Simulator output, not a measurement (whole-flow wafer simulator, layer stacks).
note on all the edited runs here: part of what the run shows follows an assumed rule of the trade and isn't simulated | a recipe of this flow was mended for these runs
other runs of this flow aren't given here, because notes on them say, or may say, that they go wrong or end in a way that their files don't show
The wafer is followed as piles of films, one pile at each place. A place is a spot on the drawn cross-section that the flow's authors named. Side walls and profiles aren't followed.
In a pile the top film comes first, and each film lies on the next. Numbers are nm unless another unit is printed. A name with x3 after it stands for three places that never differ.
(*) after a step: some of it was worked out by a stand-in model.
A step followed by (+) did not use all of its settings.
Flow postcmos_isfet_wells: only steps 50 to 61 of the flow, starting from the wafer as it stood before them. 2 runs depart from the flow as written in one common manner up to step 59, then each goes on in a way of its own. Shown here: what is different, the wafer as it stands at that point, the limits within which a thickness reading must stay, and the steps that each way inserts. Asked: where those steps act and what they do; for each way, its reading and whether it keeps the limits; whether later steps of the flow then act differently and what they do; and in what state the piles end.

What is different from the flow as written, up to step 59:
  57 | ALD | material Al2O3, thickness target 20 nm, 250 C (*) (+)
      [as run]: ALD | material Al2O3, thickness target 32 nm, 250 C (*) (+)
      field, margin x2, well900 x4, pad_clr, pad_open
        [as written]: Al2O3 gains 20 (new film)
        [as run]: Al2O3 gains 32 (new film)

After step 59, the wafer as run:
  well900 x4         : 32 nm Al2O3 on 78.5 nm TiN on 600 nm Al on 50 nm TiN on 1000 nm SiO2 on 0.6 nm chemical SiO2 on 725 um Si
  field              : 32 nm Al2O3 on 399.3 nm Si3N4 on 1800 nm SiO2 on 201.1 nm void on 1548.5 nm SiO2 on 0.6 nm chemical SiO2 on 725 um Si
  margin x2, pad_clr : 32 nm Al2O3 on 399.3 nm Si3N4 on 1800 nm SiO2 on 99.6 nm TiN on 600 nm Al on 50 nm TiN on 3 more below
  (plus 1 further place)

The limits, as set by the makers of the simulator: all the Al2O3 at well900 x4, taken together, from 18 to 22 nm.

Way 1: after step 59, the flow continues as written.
  Reading after step 59: 32 nm, not within the limits.
  Later steps of the flow that are run all act as written at every place that is followed.
  By the end, the piles at field, margin x2, well900 x4, pad_clr, pad_open depart from the flow's by more than 2% or 0.5 nm, whichever is larger.
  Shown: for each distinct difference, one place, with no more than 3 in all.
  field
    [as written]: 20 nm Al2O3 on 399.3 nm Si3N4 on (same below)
    [this way]: 32 nm Al2O3 on 399.3 nm Si3N4 on (same below)
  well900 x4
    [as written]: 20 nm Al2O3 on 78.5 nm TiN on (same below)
    [this way]: 32 nm Al2O3 on 78.5 nm TiN on (same below)
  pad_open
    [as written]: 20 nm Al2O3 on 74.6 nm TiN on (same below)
    [this way]: 32 nm Al2O3 on 74.6 nm TiN on (same below)

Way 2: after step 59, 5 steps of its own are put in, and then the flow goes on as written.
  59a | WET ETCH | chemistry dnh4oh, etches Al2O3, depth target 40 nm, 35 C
      field, margin x2, well900 x4, pad_clr, pad_open
        Al2O3 loses 32 (all of it)
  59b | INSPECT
      leaves every film unchanged at each place that is followed
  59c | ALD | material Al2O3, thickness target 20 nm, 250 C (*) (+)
      field, margin x2, well900 x4, pad_clr, pad_open
        Al2O3 gains 20 (new film)
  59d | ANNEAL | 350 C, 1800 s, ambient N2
      leaves every film unchanged at each place that is followed
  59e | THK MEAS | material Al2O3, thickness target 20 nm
      leaves every film unchanged at each place that is followed
  Reading after step 59e: 20 nm, inside the limits.
  Later steps of the flow that are run all act as written at every place that is followed.
  By the end, the piles equal the flow's at every place that both follow.

Keeping within the limits: way 2. Outside them: way 1.
